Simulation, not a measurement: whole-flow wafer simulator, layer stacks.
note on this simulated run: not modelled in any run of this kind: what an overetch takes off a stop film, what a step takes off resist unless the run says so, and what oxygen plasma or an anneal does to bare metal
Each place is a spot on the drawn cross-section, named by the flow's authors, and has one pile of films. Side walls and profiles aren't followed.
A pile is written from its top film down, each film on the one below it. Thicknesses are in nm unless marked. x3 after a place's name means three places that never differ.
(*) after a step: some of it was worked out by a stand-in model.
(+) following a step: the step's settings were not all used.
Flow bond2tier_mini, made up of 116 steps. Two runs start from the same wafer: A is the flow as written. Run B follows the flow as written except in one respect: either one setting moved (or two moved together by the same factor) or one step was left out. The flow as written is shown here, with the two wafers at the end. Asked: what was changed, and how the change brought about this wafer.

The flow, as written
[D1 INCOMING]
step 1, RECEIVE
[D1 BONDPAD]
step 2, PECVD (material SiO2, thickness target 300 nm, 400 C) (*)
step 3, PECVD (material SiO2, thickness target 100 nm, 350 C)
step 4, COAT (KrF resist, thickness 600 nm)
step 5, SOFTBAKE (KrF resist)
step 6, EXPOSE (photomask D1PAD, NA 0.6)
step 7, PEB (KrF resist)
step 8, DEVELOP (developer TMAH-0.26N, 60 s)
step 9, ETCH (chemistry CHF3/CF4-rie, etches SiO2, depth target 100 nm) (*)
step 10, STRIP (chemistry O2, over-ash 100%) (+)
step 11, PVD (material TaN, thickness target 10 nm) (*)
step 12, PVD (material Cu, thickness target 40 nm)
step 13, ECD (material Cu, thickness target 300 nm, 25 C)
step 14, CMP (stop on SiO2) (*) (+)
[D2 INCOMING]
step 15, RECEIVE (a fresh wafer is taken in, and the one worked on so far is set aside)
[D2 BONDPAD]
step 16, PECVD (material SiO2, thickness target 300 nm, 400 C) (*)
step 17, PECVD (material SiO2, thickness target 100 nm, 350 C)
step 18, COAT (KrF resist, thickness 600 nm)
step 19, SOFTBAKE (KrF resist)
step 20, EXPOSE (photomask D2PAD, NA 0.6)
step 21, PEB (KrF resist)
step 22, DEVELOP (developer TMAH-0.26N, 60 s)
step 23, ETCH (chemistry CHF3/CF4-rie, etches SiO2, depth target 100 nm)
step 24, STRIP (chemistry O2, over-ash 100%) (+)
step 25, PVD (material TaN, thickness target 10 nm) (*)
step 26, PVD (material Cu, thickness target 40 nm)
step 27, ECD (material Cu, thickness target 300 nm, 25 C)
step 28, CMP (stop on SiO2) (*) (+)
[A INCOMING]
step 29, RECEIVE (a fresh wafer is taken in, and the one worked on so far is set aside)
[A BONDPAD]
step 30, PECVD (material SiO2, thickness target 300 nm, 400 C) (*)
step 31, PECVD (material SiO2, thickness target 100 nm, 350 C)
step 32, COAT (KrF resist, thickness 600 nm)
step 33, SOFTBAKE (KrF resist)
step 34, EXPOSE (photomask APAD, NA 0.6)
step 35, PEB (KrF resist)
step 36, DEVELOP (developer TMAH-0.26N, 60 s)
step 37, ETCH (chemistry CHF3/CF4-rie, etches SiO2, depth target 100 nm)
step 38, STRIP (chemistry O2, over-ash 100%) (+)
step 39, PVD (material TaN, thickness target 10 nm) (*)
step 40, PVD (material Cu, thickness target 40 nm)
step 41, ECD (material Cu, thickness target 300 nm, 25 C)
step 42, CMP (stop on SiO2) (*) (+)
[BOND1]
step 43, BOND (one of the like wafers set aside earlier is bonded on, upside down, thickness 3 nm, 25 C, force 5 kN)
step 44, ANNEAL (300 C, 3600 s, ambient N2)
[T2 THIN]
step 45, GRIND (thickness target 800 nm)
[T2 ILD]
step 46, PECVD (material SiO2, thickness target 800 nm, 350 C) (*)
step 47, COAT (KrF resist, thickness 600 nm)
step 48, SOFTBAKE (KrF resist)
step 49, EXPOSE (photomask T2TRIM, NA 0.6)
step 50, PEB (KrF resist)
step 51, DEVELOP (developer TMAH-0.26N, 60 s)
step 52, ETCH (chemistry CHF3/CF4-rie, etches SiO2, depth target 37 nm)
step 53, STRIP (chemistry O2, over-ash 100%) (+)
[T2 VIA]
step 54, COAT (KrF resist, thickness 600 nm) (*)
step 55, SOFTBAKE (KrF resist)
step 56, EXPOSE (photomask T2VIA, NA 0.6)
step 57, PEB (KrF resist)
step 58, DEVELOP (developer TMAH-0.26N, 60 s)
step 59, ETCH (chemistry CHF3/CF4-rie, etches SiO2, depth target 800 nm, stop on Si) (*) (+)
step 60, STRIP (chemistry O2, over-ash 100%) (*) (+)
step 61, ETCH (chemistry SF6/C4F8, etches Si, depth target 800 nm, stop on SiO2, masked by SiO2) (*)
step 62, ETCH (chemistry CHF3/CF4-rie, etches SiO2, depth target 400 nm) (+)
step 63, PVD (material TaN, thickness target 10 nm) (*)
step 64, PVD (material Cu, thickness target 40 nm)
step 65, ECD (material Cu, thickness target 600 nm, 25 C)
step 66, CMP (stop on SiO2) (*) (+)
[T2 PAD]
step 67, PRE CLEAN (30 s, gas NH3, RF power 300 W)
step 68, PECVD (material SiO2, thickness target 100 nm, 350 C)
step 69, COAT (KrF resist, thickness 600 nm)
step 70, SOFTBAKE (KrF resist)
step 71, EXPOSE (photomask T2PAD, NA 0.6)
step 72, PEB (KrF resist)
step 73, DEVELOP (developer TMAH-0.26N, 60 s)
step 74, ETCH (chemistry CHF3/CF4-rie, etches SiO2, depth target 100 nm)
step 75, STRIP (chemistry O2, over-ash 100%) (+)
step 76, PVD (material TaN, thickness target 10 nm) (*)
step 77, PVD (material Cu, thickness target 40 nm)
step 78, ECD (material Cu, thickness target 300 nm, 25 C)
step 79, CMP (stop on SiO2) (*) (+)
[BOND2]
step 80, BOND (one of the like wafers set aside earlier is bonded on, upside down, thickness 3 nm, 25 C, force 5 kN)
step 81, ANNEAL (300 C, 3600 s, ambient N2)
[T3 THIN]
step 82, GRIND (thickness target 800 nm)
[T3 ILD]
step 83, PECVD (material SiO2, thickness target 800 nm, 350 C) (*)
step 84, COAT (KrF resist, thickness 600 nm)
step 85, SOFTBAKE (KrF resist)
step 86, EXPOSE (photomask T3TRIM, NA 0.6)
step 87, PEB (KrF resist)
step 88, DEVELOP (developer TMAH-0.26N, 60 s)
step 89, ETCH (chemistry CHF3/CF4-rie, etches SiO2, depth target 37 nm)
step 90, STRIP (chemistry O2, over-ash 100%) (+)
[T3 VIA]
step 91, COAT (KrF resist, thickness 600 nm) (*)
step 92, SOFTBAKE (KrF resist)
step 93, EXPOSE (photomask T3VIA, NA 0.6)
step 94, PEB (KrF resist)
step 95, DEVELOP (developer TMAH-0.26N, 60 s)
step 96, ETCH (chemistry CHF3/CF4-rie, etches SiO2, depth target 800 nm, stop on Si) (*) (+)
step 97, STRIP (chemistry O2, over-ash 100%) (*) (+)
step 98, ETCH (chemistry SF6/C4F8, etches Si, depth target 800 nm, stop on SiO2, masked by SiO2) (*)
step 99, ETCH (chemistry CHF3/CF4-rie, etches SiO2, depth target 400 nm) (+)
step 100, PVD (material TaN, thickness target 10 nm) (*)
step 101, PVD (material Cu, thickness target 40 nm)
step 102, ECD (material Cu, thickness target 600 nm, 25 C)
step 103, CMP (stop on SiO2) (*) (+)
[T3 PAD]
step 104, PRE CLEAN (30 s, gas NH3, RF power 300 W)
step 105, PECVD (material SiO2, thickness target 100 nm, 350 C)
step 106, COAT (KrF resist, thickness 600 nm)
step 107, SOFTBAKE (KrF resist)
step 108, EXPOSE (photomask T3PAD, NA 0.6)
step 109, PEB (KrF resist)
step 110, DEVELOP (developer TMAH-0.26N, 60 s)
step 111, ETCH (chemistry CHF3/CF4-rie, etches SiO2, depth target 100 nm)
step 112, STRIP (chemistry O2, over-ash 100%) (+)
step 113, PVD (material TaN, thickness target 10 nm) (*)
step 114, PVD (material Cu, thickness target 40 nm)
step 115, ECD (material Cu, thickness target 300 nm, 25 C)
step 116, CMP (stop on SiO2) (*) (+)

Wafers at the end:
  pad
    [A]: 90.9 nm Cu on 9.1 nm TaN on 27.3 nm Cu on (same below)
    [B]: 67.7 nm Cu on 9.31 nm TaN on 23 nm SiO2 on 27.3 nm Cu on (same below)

What caused this: step 111, ETCH: depth target 77 nm was run, whereas the flow has depth target 100 nm.

The path from the change to this, step by step:
  step 111, ETCH (chemistry CHF3/CF4-rie, etches SiO2, depth target 100 nm)
      pad: A -100 SiO2 (all of it) | B -77 SiO2
      field: A -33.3 KrF resist | B -25.7 KrF resist
  step 114, PVD (material Cu, thickness target 40 nm)
      pad: A +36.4 Cu (new film) | B +37.2 Cu (new film)
  step 115, ECD (material Cu, thickness target 300 nm, 25 C)
      pad: A +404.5 Cu | B +380.5 Cu
With metal films that touch counted as one body, pad has 4 bodies (between them, from the top down: SiO2 23; SiO2 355 / Si 800 / chemical SiO2 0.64 / SiO2 300; SiO2 355 / Si 800 / chemical SiO2 0.64 / SiO2 300); the flow as written gives 3 bodies (between them, from the top down: SiO2 355 / Si 800 / chemical SiO2 0.64 / SiO2 300; SiO2 355 / Si 800 / chemical SiO2 0.64 / SiO2 300).
